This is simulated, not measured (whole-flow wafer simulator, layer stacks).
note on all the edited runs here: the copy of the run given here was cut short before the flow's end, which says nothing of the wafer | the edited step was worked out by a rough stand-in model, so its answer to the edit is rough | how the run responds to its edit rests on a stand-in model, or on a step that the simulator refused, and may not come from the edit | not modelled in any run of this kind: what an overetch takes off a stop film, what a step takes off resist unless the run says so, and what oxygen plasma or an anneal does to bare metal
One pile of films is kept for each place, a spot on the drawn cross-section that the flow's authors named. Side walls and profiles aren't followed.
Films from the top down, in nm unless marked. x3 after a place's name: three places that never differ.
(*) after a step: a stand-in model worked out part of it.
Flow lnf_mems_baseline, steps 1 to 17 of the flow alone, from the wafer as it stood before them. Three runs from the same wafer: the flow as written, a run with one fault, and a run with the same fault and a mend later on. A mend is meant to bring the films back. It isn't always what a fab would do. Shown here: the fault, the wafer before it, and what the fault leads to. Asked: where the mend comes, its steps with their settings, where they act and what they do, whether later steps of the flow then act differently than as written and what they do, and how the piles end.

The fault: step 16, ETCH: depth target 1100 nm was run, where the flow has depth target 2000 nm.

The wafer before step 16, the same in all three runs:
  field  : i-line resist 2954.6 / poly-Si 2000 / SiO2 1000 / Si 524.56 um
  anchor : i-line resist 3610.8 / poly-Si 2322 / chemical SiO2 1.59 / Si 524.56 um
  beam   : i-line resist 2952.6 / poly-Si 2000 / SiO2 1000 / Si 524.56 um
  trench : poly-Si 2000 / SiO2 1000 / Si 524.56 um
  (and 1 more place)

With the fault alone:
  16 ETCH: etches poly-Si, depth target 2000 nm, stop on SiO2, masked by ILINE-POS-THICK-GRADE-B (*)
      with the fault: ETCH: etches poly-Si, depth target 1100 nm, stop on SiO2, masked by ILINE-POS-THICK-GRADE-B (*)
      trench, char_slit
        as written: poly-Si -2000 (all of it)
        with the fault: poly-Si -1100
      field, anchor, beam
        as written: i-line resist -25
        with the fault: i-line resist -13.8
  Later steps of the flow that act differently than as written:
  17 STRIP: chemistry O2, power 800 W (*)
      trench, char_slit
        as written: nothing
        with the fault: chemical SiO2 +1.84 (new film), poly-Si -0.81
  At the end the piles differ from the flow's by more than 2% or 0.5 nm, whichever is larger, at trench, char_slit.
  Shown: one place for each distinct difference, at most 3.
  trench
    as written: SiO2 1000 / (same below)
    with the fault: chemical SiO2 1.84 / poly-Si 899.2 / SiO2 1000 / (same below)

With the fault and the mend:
  The mend comes after step 16.
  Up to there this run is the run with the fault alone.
  16a ETCH: etches poly-Si, depth target 900 nm, stop on SiO2, masked by ILINE-POS-THICK-GRADE-B (*) (the flow's step 16 once more, with other settings)
      field, anchor, beam
        i-line resist -11.2
      trench, char_slit
        poly-Si -900 (all of it)
  No later step of the flow acts differently than as written at any place that is followed.
  At the end the piles are the same as the flow's at every place that both follow.
